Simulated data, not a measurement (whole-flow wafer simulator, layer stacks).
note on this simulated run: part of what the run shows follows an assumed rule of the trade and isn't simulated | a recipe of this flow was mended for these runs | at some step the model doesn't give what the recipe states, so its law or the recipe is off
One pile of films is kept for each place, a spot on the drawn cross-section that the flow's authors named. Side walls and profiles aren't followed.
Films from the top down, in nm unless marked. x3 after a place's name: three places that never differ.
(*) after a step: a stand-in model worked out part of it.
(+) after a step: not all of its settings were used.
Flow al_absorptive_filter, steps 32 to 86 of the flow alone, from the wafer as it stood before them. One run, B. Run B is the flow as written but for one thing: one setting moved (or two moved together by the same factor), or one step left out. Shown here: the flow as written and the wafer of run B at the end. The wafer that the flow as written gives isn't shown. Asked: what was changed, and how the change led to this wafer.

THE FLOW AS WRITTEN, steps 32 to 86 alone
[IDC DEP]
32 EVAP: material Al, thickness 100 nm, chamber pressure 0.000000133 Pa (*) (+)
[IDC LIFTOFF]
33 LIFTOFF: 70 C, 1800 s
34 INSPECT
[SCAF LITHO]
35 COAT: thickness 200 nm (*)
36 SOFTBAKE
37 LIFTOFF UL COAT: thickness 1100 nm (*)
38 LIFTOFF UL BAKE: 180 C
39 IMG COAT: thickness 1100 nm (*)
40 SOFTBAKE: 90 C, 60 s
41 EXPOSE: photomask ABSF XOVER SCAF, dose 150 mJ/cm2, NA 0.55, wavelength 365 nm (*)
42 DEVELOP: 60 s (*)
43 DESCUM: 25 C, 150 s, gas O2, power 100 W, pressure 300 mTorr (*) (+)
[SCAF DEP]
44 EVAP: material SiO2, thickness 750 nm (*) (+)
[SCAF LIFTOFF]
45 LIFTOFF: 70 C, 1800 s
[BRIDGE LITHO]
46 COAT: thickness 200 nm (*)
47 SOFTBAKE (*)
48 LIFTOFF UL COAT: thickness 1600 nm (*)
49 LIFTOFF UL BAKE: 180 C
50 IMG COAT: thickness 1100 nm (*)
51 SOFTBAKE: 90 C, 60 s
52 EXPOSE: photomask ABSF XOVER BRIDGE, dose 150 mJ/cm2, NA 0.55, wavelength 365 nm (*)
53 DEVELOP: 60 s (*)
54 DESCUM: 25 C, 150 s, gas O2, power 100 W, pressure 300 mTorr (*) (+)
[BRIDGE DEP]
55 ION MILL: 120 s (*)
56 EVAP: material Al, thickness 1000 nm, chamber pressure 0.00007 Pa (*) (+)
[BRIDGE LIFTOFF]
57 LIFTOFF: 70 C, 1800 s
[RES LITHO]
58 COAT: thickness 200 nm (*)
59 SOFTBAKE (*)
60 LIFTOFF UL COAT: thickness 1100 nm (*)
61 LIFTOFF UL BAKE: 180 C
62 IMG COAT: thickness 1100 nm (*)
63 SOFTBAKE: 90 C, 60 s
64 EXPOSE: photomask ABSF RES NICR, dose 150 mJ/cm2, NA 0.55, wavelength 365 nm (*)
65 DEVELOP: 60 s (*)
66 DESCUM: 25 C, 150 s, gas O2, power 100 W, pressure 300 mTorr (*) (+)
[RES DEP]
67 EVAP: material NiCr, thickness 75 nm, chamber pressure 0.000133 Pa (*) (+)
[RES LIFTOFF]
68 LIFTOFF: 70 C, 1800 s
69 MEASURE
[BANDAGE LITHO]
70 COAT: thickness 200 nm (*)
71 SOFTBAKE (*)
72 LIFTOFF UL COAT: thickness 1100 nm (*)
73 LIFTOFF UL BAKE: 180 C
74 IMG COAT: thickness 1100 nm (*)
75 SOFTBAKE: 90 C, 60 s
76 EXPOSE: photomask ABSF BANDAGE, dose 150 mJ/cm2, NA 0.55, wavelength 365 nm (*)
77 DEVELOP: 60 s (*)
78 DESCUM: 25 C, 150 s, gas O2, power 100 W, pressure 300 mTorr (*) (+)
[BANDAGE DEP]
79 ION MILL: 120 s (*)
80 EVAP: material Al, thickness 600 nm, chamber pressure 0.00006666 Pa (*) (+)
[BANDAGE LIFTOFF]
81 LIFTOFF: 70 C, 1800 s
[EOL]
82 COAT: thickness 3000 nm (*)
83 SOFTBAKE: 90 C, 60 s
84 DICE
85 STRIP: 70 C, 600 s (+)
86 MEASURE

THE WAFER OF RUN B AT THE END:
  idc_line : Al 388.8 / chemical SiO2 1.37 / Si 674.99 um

The cause: step 32, EVAP: thickness 130 nm was run, where the flow has thickness 100 nm.

How the change led to this, step by step:
  32 EVAP: material Al, thickness 100 nm, chamber pressure 0.000000133 Pa (*) (+)
      gnd, pad_far, pad_near and 10 more: Al +130 (new film) (as written it would be: Al +100 (new film))
      idc_line: Al +388.8 (new film) (as written it would be: Al +100 (new film))
  33 LIFTOFF: 70 C, 1800 s
      gnd, xa_field, xa_margin, xa_strip, xl_land, idc_field, idc_space: Al -130 (all of it), e-beam-resist -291 (all of it) (as written it would be: Al -100 (all of it), e-beam-resist -291 (all of it))
      pad_far: Al -130 (all of it), e-beam-resist -287 (all of it) (as written it would be: Al -100 (all of it), e-beam-resist -287 (all of it))
      (and at 5 more places)
  35 COAT: thickness 200 nm (*)
      idc_line: acrylic-e-beam-resist +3 (new film) (as written it would be: acrylic-e-beam-resist +125.3 (new film))
      idc_space: acrylic-e-beam-resist +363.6 (new film) (as written it would be: acrylic-e-beam-resist +228.2 (new film))
  37 LIFTOFF UL COAT: thickness 1100 nm (*)
      idc_line: lift-off-underlayer +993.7 (new film) (as written it would be: lift-off-underlayer +1090 (new film))
      idc_space: lift-off-underlayer +1023.1 (new film) (as written it would be: lift-off-underlayer +1087.8 (new film))
  45 LIFTOFF: 70 C, 1800 s
      idc_line: SiO2 -750 (all of it), i-line-resist -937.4 (all of it), lift-off-underlayer -993.7 (all of it), acrylic-e-beam-resist -3 (all of it) (as written it would be: SiO2 -750 (all of it), i-line-resist -939.2 (all of it), lift-off-underlayer -1090 (all of it), acrylic-e-beam-resist -125.3 (all of it))
      idc_space: SiO2 -750 (all of it), i-line-resist -937 (all of it), lift-off-underlayer -1023.1 (all of it), acrylic-e-beam-resist -363.6 (all of it) (as written it would be: SiO2 -750 (all of it), i-line-resist -939.1 (all of it), lift-off-underlayer -1087.8 (all of it), acrylic-e-beam-resist -228.2 (all of it))
  46 COAT: thickness 200 nm (*)
      idc_line: acrylic-e-beam-resist +3 (new film) (as written it would be: acrylic-e-beam-resist +129.8 (new film))
      idc_space: acrylic-e-beam-resist +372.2 (new film) (as written it would be: acrylic-e-beam-resist +229.8 (new film))
  48 LIFTOFF UL COAT: thickness 1600 nm (*)
      idc_line: lift-off-underlayer +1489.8 (new film) (as written it would be: lift-off-underlayer +1586.1 (new film))
      idc_space: lift-off-underlayer +1510.2 (new film) (as written it would be: lift-off-underlayer +1586.9 (new film))
  57 LIFTOFF: 70 C, 1800 s
      idc_line: Al -1000 (all of it), i-line-resist -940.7 (all of it), lift-off-underlayer -1489.8 (all of it), acrylic-e-beam-resist -3 (all of it) (as written it would be: Al -1000 (all of it), i-line-resist -941.5 (all of it), lift-off-underlayer -1586.1 (all of it), acrylic-e-beam-resist -129.8 (all of it))
      idc_space: Al -1000 (all of it), i-line-resist -940.7 (all of it), lift-off-underlayer -1510.2 (all of it), acrylic-e-beam-resist -372.2 (all of it) (as written it would be: Al -1000 (all of it), i-line-resist -941.5 (all of it), lift-off-underlayer -1586.9 (all of it), acrylic-e-beam-resist -229.8 (all of it))
  58 COAT: thickness 200 nm (*)
      idc_line: acrylic-e-beam-resist +3 (new film) (as written it would be: acrylic-e-beam-resist +129.8 (new film))
      idc_space: acrylic-e-beam-resist +372.2 (new film) (as written it would be: acrylic-e-beam-resist +229.8 (new film))
  60 LIFTOFF UL COAT: thickness 1100 nm (*)
      idc_line: lift-off-underlayer +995 (new film) (as written it would be: lift-off-underlayer +1086.6 (new film))
      idc_space: lift-off-underlayer +1015.3 (new film) (as written it would be: lift-off-underlayer +1087.4 (new film))
  68 LIFTOFF: 70 C, 1800 s
      idc_line: NiCr -75 (all of it), i-line-resist -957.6 (all of it), lift-off-underlayer -995 (all of it), acrylic-e-beam-resist -3 (all of it) (as written it would be: NiCr -75 (all of it), i-line-resist -959.8 (all of it), lift-off-underlayer -1086.6 (all of it), acrylic-e-beam-resist -129.8 (all of it))
      idc_space: NiCr -75 (all of it), i-line-resist -957.7 (all of it), lift-off-underlayer -1015.3 (all of it), acrylic-e-beam-resist -372.2 (all of it) (as written it would be: NiCr -75 (all of it), i-line-resist -959.8 (all of it), lift-off-underlayer -1087.4 (all of it), acrylic-e-beam-resist -229.8 (all of it))
  70 COAT: thickness 200 nm (*)
      idc_line: acrylic-e-beam-resist +3 (new film) (as written it would be: acrylic-e-beam-resist +129.8 (new film))
      idc_space: acrylic-e-beam-resist +372.2 (new film) (as written it would be: acrylic-e-beam-resist +229.8 (new film))
  72 LIFTOFF UL COAT: thickness 1100 nm (*)
      idc_line: lift-off-underlayer +995 (new film) (as written it would be: lift-off-underlayer +1086.6 (new film))
      idc_space: lift-off-underlayer +1015.3 (new film) (as written it would be: lift-off-underlayer +1087.4 (new film))
  81 LIFTOFF: 70 C, 1800 s
      idc_line: Al -600 (all of it), i-line-resist -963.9 (all of it), lift-off-underlayer -995 (all of it), acrylic-e-beam-resist -3 (all of it) (as written it would be: Al -600 (all of it), i-line-resist -966.1 (all of it), lift-off-underlayer -1086.6 (all of it), acrylic-e-beam-resist -129.8 (all of it))
      idc_space: Al -600 (all of it), i-line-resist -964 (all of it), lift-off-underlayer -1015.3 (all of it), acrylic-e-beam-resist -372.2 (all of it) (as written it would be: Al -600 (all of it), i-line-resist -966.1 (all of it), lift-off-underlayer -1087.4 (all of it), acrylic-e-beam-resist -229.8 (all of it))
  82 COAT: thickness 3000 nm (*)
      idc_line: i-line-resist +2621 (new film) (as written it would be: i-line-resist +2901.8 (new film))
  83 SOFTBAKE: 90 C, 60 s
      idc_line: i-line-resist -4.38 (as written it would be: i-line-resist -0.95)
      idc_space: i-line-resist -4.36 (as written it would be: i-line-resist -0.95)
  85 STRIP: 70 C, 600 s (+)
      idc_line: i-line-resist -2616.6 (all of it) (as written it would be: i-line-resist -2900.9 (all of it))
